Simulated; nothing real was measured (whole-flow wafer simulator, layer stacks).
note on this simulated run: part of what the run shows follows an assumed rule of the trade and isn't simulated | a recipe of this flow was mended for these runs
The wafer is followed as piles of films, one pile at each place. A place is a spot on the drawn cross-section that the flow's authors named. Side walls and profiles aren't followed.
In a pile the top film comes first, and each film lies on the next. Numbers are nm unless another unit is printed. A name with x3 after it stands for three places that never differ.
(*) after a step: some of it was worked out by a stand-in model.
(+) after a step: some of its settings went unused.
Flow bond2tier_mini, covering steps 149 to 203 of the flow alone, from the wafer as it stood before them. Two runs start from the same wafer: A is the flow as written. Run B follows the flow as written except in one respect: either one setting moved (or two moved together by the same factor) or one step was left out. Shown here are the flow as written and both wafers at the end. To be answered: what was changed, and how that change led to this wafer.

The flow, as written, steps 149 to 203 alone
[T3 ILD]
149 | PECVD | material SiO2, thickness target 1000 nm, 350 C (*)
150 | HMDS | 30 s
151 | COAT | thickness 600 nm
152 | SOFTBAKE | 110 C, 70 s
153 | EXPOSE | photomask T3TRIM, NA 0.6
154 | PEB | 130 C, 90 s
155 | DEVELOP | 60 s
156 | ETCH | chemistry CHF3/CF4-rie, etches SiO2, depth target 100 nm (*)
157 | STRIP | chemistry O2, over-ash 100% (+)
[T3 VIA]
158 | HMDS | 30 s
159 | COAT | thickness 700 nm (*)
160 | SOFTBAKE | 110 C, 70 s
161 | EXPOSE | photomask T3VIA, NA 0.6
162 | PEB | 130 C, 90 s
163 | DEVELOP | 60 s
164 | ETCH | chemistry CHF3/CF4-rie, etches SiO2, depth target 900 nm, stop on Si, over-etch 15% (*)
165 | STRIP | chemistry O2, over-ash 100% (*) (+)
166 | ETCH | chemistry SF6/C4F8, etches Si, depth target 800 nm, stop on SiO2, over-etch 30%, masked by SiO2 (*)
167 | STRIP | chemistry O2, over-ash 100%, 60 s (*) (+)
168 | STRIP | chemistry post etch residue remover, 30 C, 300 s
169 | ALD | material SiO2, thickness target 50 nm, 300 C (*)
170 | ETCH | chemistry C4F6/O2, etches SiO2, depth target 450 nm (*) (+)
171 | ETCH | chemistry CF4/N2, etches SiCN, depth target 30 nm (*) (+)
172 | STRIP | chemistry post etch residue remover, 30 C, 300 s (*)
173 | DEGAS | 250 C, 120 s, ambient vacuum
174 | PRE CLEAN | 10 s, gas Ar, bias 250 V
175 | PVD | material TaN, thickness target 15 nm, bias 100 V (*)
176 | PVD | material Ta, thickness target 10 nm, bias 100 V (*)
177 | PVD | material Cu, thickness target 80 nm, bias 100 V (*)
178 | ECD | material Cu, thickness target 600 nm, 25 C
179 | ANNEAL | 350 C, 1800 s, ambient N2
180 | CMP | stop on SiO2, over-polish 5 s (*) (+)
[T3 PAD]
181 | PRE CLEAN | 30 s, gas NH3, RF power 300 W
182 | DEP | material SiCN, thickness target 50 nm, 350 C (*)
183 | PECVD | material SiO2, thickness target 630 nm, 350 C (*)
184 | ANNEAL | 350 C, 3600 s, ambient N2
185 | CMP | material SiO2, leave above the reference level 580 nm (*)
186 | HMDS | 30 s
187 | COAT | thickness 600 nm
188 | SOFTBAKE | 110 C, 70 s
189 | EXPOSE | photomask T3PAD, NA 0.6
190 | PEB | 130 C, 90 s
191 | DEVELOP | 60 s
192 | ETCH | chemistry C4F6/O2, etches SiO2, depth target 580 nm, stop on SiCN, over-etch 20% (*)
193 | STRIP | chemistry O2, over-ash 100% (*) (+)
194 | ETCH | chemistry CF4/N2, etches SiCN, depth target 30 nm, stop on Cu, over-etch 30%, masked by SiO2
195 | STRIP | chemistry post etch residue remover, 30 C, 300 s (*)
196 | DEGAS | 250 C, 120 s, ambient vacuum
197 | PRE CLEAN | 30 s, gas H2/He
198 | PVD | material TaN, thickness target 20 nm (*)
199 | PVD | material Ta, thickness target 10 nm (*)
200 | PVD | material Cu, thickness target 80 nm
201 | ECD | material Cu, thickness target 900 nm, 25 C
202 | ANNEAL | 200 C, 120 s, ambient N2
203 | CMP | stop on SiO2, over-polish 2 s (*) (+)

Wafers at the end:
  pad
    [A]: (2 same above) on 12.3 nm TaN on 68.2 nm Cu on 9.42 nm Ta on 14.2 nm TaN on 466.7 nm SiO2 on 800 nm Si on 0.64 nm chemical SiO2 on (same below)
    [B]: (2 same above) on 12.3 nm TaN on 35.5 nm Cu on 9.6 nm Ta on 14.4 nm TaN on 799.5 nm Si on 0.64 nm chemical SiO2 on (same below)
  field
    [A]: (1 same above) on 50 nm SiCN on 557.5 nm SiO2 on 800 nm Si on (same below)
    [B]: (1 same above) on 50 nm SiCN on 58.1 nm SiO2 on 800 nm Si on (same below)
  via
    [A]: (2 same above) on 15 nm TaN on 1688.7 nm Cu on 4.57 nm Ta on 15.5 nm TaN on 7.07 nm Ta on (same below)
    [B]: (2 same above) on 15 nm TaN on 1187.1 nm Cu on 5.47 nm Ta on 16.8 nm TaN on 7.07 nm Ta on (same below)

The reason: step 149, PECVD: thickness target 500 nm was run, though the flow has thickness target 1000 nm.

The path from the change to this, step by step:
  149 | PECVD | material SiO2, thickness target 1000 nm, 350 C (*)
      field, pad, via: A +1000 SiO2 (new film) | B +500 SiO2 (new film)
  164 | ETCH | chemistry CHF3/CF4-rie, etches SiO2, depth target 900 nm, stop on Si, over-etch 15% (*)
      field, pad: A -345 thick-KrF-resist | B -153.3 thick-KrF-resist
      via: A -900 SiO2 (all of it), -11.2 Si | B -400 SiO2 (all of it), -52.9 Si
  165 | STRIP | chemistry O2, over-ash 100% (*) (+)
      field: A -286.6 thick-KrF-resist (all of it) | B -478.3 thick-KrF-resist (all of it)
      pad: A -372.9 thick-KrF-resist (all of it) | B -564.6 thick-KrF-resist (all of it)
  166 | ETCH | chemistry SF6/C4F8, etches Si, depth target 800 nm, stop on SiO2, over-etch 30%, masked by SiO2 (*)
      field, pad: A -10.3 SiO2 | B -9.71 SiO2
      via: A -788.8 Si (all of it), -0.64 chemical SiO2 (all of it), -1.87 SiO2 | B -747.1 Si (all of it), -0.64 chemical SiO2 (all of it), -2.29 SiO2
  170 | ETCH | chemistry C4F6/O2, etches SiO2, depth target 450 nm (*) (+)
      pad: A -450 SiO2 | B -440.3 SiO2 (all of it), -0.49 Si
  171 | ETCH | chemistry CF4/N2, etches SiCN, depth target 30 nm (*) (+)
      pad: A -20 SiO2 | B nothing
  174 | PRE CLEAN | 10 s, gas Ar, bias 250 V
      pad: A -3 SiO2 | B nothing
  175 | PVD | material TaN, thickness target 15 nm, bias 100 V (*)
      via: A +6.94 TaN | B +8.27 TaN
  176 | PVD | material Ta, thickness target 10 nm, bias 100 V (*)
      via: A +4.57 Ta (new film) | B +5.47 Ta (new film)
  177 | PVD | material Cu, thickness target 80 nm, bias 100 V (*)
      via: A +35 Cu (new film) | B +42.5 Cu (new film)
  178 | ECD | material Cu, thickness target 600 nm, 25 C
      pad: A +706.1 Cu | B +672 Cu
      via: A +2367 Cu | B +1857.8 Cu
